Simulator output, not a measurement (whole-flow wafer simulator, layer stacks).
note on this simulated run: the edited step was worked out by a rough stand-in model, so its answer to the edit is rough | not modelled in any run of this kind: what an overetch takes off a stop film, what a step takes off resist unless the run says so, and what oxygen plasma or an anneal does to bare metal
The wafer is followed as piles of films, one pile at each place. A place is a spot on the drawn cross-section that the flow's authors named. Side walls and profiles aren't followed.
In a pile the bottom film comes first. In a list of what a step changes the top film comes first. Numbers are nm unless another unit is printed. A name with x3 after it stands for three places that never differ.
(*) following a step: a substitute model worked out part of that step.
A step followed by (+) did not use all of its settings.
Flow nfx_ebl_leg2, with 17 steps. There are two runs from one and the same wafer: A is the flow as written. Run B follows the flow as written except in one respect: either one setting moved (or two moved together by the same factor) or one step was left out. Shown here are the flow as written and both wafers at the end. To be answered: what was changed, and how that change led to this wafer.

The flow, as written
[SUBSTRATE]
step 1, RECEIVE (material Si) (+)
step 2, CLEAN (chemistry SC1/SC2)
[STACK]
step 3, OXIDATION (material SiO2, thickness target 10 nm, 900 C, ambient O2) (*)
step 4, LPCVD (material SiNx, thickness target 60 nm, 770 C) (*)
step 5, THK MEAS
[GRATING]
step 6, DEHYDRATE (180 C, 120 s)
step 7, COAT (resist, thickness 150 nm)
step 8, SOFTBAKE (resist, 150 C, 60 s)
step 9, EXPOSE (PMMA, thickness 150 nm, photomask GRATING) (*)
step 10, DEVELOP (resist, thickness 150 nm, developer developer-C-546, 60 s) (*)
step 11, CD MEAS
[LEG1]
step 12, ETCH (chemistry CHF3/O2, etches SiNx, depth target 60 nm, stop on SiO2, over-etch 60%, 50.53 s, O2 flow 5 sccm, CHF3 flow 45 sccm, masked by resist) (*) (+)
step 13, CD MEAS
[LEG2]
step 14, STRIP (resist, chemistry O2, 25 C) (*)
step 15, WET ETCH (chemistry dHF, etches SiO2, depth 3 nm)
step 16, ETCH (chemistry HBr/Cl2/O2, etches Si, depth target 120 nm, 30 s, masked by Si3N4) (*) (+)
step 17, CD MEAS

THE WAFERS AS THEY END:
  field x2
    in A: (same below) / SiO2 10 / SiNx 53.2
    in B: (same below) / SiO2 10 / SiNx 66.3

What caused this: step 4, LPCVD: thickness target 73.1 nm was run, though the flow has thickness target 60 nm.

The path from the change to this, step by step:
  step 4, LPCVD (material SiNx, thickness target 60 nm, 770 C) (*)
      field x2, pad x2: A +60 SiNx (new film) | B +73.1 SiNx (new film)
  step 12, ETCH (chemistry CHF3/O2, etches SiNx, depth target 60 nm, stop on SiO2, over-etch 60%, 50.53 s, O2 flow 5 sccm, CHF3 flow 45 sccm, masked by resist) (*) (+)
      pad x2: A -60 SiNx (all of it), -10 SiO2 (all of it) | B -73.1 SiNx (all of it), -10 SiO2 (all of it)
